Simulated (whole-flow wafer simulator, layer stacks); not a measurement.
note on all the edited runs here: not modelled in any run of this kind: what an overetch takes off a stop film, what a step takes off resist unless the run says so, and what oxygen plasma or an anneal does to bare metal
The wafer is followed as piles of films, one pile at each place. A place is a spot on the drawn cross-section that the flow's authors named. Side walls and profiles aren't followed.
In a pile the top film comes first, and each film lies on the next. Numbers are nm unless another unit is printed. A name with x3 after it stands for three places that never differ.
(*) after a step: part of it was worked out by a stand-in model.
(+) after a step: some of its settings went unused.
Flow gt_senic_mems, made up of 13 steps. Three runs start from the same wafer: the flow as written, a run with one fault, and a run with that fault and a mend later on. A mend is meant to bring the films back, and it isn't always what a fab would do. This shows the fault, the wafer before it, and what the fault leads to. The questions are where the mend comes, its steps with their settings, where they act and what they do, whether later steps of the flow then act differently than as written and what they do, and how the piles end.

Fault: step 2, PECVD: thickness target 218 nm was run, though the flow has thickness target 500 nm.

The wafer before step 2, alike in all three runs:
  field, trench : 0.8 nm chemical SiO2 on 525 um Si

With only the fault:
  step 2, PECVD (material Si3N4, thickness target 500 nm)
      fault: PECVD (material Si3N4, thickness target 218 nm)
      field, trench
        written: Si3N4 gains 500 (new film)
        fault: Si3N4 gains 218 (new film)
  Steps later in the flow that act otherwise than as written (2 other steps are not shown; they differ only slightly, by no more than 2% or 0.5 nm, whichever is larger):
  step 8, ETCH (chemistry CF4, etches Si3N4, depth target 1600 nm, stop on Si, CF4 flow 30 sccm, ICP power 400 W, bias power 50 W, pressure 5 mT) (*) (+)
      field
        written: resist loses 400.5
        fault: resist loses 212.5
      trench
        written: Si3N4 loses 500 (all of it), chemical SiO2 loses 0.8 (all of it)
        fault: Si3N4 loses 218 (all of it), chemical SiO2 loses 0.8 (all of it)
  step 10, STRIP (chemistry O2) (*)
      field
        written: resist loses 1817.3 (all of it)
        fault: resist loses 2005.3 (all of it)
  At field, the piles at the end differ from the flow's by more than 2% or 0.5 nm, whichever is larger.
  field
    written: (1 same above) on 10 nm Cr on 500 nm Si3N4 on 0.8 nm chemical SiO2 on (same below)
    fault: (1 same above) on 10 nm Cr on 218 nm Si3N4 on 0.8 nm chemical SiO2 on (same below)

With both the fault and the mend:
  After step 7 comes the mend.
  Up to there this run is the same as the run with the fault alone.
  step 7a, STRIP (chemistry O2) (*)
      field
        resist loses 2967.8 (all of it)
  step 7b, PECVD (material Si3N4, thickness target 282 nm) (the flow's step 2 again, with other settings)
      field, trench
        Si3N4 gains 282
  step 7c, HMDS (the flow's step 3 again)
      leaves every film unchanged at each place that is followed
  step 7d, COAT (resist, thickness 3000 nm) (the flow's step 4 again)
      field, trench
        resist gains 3000 (new film)
  step 7e, SOFTBAKE (resist) (the flow's step 5 again)
      leaves every film unchanged at each place that is followed
  step 7f, EXPOSE (photomask DEVICE, dose 108.9 mJ/cm2, wavelength 405 nm) (*) (the flow's step 6 again)
      leaves every film unchanged at each place that is followed
  step 7g, DEVELOP (resist, thickness 3000 nm, developer developer-E, 60 s) (the flow's step 7 again)
      field
        resist loses 32.2
      trench
        resist loses 3000 (all of it)
  None of the later steps of the flow acts differently than as written at any place that is followed.
  The piles end the same as the flow's at every place that both follow.
